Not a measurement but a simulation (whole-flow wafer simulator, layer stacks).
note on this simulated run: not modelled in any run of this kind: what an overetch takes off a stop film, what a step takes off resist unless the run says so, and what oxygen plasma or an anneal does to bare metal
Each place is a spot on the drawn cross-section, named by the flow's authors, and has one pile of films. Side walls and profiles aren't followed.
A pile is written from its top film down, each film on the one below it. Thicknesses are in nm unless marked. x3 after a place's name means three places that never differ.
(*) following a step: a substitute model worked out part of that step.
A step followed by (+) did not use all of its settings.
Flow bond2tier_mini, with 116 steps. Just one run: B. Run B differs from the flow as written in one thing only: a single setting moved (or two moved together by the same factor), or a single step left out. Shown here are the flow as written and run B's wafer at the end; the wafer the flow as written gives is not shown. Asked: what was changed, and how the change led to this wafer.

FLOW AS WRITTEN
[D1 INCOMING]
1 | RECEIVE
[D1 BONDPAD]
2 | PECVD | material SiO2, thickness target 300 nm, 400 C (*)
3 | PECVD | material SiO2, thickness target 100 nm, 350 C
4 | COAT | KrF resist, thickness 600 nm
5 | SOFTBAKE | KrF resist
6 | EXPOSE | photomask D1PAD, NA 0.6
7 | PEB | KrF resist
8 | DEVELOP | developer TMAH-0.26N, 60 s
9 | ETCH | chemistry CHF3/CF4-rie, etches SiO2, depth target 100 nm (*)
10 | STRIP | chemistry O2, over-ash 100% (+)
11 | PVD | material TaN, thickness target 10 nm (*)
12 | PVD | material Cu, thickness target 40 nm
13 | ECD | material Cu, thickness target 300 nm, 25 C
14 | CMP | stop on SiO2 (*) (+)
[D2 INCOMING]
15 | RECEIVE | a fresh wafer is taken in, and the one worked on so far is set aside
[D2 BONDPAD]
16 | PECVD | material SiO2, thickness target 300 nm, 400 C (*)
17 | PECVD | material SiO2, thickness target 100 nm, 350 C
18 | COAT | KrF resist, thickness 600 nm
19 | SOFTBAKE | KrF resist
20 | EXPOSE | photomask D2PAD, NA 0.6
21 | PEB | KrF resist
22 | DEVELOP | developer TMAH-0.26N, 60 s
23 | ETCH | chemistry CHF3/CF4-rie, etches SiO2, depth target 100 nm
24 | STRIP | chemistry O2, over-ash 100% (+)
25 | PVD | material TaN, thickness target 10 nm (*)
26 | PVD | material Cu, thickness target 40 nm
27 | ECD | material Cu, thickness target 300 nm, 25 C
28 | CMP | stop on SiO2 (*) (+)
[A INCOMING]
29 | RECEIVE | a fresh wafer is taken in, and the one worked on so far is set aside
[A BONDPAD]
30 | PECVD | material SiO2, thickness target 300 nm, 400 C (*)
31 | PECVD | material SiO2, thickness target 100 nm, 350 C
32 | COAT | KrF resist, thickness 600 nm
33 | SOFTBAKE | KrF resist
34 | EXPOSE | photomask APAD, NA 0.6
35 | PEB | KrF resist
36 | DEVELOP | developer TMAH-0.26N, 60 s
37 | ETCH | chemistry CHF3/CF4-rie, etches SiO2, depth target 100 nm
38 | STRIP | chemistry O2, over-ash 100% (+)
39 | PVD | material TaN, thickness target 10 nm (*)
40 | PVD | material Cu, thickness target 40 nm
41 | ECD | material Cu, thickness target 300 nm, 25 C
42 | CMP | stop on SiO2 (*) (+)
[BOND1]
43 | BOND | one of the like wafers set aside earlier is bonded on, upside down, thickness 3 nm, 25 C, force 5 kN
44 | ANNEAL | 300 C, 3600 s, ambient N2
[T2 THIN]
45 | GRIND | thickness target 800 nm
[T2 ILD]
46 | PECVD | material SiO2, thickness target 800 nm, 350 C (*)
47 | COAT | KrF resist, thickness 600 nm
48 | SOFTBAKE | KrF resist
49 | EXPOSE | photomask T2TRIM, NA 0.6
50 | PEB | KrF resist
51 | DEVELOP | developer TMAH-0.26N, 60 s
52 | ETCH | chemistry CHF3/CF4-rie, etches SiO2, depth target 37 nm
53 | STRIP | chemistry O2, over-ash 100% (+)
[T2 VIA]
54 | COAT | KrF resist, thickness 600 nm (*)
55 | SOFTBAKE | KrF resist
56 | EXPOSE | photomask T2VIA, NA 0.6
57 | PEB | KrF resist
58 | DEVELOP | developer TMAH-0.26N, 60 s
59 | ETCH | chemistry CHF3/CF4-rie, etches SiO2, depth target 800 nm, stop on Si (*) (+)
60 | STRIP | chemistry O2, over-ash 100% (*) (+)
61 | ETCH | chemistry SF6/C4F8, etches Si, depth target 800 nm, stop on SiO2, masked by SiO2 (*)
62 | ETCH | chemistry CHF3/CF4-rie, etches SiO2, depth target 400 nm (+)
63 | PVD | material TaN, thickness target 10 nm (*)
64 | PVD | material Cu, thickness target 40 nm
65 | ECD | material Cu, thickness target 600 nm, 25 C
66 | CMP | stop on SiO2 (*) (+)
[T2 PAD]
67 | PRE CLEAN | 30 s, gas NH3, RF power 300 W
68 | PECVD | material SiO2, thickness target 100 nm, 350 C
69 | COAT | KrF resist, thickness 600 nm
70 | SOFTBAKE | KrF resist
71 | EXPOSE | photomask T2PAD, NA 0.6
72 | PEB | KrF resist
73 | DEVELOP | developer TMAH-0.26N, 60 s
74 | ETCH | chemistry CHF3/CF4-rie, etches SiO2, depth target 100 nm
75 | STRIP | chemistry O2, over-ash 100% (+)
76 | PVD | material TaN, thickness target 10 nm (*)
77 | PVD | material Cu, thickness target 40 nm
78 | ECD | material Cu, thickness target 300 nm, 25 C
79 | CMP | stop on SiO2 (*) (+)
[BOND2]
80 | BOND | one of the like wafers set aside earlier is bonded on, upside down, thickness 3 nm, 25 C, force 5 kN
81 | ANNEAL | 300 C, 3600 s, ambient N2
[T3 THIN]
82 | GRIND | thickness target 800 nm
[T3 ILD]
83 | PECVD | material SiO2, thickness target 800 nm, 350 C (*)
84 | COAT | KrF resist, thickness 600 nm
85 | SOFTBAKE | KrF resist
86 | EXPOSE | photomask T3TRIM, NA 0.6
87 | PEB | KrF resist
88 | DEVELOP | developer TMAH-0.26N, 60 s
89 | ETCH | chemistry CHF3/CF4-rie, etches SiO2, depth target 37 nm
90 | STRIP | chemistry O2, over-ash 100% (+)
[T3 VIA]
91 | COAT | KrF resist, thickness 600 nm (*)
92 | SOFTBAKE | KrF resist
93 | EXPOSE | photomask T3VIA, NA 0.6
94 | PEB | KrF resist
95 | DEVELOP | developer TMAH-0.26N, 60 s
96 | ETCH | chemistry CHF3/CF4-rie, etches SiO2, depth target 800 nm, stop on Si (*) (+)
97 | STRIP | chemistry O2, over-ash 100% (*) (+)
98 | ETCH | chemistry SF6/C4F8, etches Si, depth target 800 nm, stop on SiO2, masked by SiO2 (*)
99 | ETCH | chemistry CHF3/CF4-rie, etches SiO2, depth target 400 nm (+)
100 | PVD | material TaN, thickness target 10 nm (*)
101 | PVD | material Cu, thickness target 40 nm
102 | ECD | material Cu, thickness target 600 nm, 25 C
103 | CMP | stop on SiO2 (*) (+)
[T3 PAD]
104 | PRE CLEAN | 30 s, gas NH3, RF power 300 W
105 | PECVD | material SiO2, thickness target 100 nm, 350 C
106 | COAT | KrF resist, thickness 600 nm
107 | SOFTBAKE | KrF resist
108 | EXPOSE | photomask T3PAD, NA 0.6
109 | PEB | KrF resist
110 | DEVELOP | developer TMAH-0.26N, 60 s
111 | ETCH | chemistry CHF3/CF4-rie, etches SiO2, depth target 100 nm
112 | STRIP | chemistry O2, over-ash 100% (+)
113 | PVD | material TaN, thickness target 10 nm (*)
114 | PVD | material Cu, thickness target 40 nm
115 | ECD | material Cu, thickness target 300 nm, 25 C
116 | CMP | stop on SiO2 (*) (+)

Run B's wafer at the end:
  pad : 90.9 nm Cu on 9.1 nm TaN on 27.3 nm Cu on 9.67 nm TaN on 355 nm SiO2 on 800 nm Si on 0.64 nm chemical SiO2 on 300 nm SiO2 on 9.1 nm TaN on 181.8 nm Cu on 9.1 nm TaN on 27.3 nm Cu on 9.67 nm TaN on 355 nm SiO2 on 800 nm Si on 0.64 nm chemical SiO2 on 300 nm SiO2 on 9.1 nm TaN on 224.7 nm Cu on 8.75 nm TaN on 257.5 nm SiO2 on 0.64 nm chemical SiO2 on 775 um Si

Cause: step 37, ETCH: depth target 142.5 nm was run, though the flow has depth target 100 nm.

How this came from the change, step by step:
  37 | ETCH | chemistry CHF3/CF4-rie, etches SiO2, depth target 100 nm
      pad, via: -142.5 SiO2 (as written it would have been: -100 SiO2)
      field: -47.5 KrF resist (as written it would have been: -33.3 KrF resist)
  38 | STRIP | chemistry O2, over-ash 100% (+)
      field: -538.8 KrF resist (all of it) (as written it would have been: -552.9 KrF resist (all of it))
  40 | PVD | material Cu, thickness target 40 nm
      pad: +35 Cu (new film) (as written it would have been: +36.4 Cu (new film))
  41 | ECD | material Cu, thickness target 300 nm, 25 C
      pad: +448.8 Cu (as written it would have been: +404.5 Cu)
      via: +443 Cu (as written it would have been: +400.2 Cu)
